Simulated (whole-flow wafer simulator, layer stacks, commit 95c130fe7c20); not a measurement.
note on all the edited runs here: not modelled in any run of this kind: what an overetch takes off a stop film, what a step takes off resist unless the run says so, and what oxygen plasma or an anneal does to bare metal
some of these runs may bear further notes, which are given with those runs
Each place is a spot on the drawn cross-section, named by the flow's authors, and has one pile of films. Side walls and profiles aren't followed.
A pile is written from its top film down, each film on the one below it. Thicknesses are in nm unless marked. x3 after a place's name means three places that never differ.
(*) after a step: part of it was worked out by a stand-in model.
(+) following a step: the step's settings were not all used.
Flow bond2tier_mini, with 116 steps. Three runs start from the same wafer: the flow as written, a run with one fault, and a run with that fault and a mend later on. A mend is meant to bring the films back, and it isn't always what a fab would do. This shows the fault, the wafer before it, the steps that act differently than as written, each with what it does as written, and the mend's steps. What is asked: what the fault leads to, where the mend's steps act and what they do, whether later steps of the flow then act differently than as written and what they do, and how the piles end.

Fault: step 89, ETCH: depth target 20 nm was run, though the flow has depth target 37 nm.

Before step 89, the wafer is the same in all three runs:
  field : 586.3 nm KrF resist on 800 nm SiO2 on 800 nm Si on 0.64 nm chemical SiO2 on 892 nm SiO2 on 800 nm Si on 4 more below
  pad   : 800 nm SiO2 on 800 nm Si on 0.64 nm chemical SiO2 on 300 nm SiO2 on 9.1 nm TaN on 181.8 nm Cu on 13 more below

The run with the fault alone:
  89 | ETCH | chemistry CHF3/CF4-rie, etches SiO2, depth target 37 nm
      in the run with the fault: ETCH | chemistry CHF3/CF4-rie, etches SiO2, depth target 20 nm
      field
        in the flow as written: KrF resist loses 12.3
        in the run with the fault: KrF resist loses 6.67
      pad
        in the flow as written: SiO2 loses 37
        in the run with the fault: SiO2 loses 20
  Steps later in the flow that act otherwise than as written (not shown: 4 more steps that differ only slightly, by at most 2% or 0.5 nm, whichever is larger):
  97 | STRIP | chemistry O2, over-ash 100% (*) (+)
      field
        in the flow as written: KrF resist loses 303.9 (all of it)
        in the run with the fault: KrF resist loses 311.1 (all of it)
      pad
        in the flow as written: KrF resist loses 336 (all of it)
        in the run with the fault: KrF resist loses 328.4 (all of it)
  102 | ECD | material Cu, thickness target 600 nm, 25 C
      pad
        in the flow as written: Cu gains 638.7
        in the run with the fault: Cu gains 620.9
  At pad, the piles at the end differ from the flow's by more than 2% or 0.5 nm, whichever is larger.
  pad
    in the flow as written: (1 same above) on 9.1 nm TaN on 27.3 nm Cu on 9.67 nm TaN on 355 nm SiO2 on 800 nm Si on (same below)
    in the run with the fault: (1 same above) on 9.1 nm TaN on 10.2 nm Cu on 9.82 nm TaN on 372 nm SiO2 on 800 nm Si on (same below)

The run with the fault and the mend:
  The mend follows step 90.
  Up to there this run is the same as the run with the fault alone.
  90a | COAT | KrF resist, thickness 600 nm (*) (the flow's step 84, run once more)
      field
        KrF resist gains 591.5 (new film)
      pad
        KrF resist gains 608.8 (new film)
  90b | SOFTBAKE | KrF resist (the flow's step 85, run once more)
      does not change any film at any place that is followed
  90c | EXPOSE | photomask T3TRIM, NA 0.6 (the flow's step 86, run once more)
      does not change any film at any place that is followed
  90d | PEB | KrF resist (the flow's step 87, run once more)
      does not change any film at any place that is followed
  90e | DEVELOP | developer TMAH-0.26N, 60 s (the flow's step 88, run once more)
      field
        KrF resist loses 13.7
      pad
        KrF resist loses 608.8 (all of it)
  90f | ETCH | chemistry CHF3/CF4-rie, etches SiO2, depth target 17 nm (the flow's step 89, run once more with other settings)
      field
        KrF resist loses 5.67
      pad
        SiO2 loses 17
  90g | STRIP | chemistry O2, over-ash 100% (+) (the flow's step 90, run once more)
      field
        KrF resist loses 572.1 (all of it)
  Every later step of the flow that is run acts as written at every place that is followed.
  At every place that both follow, the piles at the end match the flow's.
